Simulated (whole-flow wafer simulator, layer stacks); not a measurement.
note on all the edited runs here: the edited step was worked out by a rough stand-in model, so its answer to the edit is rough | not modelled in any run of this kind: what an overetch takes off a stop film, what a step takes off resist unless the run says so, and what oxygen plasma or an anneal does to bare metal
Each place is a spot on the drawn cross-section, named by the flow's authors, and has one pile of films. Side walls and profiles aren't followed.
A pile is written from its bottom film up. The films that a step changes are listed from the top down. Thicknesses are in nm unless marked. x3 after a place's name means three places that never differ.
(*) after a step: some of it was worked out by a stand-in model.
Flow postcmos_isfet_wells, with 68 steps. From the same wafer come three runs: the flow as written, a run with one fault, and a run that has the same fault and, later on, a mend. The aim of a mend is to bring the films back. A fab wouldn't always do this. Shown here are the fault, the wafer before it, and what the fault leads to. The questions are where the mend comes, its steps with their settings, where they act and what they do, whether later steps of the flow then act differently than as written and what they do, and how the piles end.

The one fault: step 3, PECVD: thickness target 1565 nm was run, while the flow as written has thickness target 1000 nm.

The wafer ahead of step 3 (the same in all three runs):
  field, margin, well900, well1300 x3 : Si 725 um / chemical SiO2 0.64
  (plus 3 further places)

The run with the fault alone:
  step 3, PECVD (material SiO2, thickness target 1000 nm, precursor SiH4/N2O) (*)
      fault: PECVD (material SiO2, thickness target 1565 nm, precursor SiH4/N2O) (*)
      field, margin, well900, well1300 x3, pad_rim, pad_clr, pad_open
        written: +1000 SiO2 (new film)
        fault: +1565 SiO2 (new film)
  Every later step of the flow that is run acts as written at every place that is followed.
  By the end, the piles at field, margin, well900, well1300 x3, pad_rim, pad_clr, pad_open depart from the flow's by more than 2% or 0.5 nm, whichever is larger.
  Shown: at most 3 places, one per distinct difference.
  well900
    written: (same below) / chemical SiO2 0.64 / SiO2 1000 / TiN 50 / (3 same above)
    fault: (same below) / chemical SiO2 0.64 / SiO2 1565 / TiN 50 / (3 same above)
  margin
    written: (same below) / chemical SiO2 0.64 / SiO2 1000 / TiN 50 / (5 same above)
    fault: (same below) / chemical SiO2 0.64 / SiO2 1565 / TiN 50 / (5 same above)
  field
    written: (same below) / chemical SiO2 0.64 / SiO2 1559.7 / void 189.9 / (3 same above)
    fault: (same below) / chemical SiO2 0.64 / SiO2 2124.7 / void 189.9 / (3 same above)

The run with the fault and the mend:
  The mend stands after step 3.
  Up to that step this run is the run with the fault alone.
  step 3a, ETCH (chemistry boe, depth target 1800 nm)
      field, margin, well900, well1300 x3, pad_rim, pad_clr, pad_open
        -1565 SiO2 (all of it), -0.64 chemical SiO2 (all of it)
  step 3b, PECVD (material SiO2, thickness target 1000 nm, precursor SiH4/N2O) (the flow's step 3 again)
      field, margin, well900, well1300 x3, pad_rim, pad_clr, pad_open
        +1000 SiO2 (new film)
  Every later step of the flow that is run acts as written at every place that is followed.
  By the end, the piles at field, margin, well900, well1300 x3, pad_rim, pad_clr, pad_open depart from the flow's by more than 2% or 0.5 nm, whichever is larger.
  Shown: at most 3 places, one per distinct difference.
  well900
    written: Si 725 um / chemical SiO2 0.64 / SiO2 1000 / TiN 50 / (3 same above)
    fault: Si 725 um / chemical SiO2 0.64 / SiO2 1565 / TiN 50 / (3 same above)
    mend: Si 725 um / SiO2 1000 / TiN 50 / (3 same above)
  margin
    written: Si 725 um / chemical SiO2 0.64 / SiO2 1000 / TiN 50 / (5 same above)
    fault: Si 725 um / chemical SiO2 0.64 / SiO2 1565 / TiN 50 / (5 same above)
    mend: Si 725 um / SiO2 1000 / TiN 50 / (5 same above)
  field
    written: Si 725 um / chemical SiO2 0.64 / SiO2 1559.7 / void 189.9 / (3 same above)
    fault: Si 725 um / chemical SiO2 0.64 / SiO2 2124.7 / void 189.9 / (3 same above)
    mend: Si 725 um / SiO2 1559.7 / void 189.9 / (3 same above)
